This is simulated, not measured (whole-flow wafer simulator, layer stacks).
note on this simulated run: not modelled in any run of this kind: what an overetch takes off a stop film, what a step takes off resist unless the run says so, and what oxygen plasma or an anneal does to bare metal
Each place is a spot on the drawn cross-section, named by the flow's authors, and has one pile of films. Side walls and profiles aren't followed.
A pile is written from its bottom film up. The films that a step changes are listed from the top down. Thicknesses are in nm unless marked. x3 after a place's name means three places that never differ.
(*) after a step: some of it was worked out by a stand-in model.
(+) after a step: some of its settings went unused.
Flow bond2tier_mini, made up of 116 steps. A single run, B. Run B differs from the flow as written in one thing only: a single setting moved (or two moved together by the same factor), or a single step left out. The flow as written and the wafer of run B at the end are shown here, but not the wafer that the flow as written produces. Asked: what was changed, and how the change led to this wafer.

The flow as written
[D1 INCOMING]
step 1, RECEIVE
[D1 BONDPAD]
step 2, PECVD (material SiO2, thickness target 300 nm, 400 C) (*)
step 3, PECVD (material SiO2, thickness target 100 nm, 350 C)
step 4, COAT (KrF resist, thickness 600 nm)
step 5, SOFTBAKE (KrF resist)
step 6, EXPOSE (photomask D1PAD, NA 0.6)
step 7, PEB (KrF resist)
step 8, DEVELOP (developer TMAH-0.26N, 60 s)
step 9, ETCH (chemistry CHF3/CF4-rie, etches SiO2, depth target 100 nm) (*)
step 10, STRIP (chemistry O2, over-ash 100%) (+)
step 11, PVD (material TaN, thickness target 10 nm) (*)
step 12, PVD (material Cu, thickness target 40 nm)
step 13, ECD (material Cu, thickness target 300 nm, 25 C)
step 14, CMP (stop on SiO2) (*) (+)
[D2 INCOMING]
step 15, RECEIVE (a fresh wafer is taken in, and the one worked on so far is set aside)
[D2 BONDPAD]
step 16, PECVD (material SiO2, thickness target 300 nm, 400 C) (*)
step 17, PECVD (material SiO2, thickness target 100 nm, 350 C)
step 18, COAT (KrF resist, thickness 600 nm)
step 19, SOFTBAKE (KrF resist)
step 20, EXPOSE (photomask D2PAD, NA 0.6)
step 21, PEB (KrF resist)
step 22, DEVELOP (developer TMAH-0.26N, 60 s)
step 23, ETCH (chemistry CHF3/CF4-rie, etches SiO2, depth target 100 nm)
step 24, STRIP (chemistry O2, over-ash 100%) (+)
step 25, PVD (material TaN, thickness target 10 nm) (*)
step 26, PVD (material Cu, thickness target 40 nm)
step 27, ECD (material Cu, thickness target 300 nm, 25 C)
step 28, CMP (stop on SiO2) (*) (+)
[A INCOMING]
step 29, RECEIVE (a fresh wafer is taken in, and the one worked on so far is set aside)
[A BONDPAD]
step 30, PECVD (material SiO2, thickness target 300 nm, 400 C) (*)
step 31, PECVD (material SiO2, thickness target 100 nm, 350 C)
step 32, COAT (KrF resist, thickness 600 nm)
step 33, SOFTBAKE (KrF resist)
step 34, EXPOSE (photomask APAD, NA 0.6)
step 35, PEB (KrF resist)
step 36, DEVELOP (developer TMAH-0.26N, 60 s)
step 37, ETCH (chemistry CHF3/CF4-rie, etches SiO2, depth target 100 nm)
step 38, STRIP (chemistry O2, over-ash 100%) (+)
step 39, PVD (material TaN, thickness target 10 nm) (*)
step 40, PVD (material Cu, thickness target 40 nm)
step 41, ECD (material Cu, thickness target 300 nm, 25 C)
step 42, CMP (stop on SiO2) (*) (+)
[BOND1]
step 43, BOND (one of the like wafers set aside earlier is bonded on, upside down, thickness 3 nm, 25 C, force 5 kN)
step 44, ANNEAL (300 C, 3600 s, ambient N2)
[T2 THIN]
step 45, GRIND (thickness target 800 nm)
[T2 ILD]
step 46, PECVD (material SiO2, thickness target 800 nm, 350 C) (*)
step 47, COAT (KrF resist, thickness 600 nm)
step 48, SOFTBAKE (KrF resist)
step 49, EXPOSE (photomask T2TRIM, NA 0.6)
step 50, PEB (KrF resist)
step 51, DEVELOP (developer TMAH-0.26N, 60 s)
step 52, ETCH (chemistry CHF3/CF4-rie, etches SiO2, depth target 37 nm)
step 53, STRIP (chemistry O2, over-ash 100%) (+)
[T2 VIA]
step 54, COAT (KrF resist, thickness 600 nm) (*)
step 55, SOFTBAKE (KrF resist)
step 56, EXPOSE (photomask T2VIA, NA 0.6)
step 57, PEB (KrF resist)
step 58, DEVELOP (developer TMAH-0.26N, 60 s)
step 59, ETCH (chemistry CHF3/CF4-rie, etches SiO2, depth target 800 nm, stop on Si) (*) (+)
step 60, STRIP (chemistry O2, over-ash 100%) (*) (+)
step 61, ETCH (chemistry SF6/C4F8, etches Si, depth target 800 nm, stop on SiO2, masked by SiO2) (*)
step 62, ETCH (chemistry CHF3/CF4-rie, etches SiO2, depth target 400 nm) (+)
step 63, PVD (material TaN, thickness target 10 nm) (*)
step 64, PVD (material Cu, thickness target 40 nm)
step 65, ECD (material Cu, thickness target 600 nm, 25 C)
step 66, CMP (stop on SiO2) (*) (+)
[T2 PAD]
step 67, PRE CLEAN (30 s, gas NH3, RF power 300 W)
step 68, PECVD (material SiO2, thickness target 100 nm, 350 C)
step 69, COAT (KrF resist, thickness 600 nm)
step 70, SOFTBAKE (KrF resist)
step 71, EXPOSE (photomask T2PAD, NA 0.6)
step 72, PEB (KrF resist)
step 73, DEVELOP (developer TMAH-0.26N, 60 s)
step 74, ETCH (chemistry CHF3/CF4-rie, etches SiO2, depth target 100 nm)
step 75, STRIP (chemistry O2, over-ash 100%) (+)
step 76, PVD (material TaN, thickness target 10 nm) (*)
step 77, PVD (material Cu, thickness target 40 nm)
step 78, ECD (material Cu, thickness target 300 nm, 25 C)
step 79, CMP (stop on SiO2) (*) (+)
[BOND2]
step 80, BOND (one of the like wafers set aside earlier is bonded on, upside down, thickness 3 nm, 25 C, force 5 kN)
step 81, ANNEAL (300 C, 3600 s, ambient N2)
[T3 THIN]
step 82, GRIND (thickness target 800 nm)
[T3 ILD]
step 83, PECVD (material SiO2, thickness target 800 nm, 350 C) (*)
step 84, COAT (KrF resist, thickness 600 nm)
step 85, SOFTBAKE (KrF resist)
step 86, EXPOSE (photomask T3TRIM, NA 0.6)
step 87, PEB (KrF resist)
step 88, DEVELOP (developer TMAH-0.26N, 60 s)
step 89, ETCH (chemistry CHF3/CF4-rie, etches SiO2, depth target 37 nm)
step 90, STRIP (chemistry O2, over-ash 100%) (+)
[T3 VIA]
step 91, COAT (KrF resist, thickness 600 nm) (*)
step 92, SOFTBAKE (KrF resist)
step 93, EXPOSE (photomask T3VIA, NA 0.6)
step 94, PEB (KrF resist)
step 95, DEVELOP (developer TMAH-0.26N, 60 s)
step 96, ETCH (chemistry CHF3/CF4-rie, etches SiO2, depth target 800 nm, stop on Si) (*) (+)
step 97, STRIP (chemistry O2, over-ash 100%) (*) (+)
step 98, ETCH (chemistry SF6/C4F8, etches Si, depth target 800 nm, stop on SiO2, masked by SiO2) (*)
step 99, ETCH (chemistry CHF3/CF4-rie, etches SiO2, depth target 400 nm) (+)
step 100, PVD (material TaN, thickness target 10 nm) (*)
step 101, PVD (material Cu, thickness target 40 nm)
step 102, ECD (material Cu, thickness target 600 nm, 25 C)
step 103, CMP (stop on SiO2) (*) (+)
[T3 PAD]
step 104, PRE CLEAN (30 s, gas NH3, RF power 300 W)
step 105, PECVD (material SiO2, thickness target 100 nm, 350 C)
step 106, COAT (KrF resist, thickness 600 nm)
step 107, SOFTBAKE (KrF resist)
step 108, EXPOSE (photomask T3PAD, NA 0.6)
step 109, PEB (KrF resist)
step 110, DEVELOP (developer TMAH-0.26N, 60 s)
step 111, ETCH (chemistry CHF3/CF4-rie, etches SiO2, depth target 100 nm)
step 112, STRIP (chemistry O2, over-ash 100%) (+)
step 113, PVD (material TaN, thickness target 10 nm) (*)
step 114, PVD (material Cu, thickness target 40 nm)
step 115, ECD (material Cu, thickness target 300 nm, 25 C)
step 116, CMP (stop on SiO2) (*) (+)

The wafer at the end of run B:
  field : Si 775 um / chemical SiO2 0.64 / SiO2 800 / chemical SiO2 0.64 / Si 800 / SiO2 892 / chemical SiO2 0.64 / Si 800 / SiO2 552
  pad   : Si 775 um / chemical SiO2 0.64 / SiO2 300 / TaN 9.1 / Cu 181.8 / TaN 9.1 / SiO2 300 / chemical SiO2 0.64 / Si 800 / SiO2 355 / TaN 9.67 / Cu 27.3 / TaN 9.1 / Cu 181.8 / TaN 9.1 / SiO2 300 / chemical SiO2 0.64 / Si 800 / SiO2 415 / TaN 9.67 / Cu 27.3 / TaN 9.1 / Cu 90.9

The reason: step 99, ETCH: depth target 340 nm was run, whereas the flow has depth target 400 nm.

The path from the change to this, step by step:
  step 99, ETCH (chemistry CHF3/CF4-rie, etches SiO2, depth target 400 nm) (+)
      field, pad: SiO2 loses 340 (it would be, as written: SiO2 loses 400)
